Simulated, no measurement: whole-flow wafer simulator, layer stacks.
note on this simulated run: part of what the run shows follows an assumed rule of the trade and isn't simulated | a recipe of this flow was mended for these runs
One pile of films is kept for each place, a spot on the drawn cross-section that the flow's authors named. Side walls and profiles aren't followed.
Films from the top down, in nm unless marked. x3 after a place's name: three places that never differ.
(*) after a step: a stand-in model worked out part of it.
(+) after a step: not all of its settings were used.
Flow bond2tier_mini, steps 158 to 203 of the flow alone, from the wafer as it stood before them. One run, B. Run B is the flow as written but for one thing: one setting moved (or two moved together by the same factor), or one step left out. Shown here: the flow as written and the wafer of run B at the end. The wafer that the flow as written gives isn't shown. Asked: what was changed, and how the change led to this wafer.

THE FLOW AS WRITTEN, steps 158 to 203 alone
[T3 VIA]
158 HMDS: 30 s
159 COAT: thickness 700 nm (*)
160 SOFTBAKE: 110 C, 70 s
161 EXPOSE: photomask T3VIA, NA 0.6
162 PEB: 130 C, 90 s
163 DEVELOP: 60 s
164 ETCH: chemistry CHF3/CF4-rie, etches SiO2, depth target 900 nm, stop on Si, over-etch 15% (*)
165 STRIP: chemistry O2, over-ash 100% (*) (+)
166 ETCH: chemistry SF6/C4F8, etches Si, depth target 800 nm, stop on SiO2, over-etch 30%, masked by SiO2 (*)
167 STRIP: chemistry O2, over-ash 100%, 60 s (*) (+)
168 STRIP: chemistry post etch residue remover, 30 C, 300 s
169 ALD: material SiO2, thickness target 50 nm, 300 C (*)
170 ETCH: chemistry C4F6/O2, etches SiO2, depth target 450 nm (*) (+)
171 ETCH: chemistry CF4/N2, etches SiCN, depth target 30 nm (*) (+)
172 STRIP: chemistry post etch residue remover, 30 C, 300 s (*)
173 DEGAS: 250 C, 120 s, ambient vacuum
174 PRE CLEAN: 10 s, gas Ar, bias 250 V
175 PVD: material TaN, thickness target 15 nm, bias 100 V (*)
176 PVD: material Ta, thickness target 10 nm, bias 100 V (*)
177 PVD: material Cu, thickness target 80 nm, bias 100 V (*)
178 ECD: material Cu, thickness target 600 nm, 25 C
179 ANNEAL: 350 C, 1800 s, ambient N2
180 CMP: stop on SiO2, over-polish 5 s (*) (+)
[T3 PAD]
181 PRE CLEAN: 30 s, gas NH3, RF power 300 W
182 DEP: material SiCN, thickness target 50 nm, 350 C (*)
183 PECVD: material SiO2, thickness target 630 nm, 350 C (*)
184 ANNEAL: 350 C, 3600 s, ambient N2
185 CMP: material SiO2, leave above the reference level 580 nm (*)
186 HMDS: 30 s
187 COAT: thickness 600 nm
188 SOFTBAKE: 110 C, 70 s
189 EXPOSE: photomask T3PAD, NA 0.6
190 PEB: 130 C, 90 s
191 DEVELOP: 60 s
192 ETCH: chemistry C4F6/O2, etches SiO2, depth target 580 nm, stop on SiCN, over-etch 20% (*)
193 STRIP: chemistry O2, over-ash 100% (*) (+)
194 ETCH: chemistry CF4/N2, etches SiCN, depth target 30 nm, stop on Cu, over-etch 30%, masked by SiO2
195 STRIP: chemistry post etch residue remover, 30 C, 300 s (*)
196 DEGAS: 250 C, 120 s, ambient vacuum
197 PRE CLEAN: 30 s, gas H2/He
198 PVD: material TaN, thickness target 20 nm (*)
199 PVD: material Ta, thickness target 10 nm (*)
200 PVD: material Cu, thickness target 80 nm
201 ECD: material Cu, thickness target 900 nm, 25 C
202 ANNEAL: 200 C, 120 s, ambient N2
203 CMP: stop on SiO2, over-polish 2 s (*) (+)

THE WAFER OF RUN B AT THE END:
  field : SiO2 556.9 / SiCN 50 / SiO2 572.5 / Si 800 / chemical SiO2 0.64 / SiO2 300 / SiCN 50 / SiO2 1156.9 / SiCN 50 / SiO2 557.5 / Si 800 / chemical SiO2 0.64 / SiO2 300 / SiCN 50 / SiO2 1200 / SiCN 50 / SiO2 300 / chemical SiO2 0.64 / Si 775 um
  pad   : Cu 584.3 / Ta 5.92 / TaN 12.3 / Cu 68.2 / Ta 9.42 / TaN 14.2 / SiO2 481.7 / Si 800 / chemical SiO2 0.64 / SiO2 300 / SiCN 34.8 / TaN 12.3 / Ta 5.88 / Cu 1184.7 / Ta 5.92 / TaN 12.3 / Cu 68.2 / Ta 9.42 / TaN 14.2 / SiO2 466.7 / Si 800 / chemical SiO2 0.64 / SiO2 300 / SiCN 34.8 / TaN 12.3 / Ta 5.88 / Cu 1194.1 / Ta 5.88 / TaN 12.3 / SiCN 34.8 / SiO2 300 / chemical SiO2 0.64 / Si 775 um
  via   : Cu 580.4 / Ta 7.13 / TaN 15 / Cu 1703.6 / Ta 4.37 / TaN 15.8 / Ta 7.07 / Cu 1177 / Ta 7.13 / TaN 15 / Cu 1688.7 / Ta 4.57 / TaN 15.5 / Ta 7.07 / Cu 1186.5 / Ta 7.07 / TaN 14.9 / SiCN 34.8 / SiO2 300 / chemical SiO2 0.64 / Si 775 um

The cause: step 169, ALD: thickness target 65 nm was run, where the flow has thickness target 50 nm.

How the change led to this, step by step:
  169 ALD: material SiO2, thickness target 50 nm, 300 C (*)
      field, pad, via: SiO2 +65 (as written it would be: SiO2 +50)
  170 ETCH: chemistry C4F6/O2, etches SiO2, depth target 450 nm (*) (+)
      via: SiO2 -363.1 (all of it), SiCN -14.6 (as written it would be: SiO2 -348.1 (all of it), SiCN -17.2)
  171 ETCH: chemistry CF4/N2, etches SiCN, depth target 30 nm (*) (+)
      via: SiCN -20.2 (all of it), TaN -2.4 (as written it would be: SiCN -17.6 (all of it), TaN -3.01)
  177 PVD: material Cu, thickness target 80 nm, bias 100 V (*)
      via: Cu +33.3 (new film) (as written it would be: Cu +35 (new film))
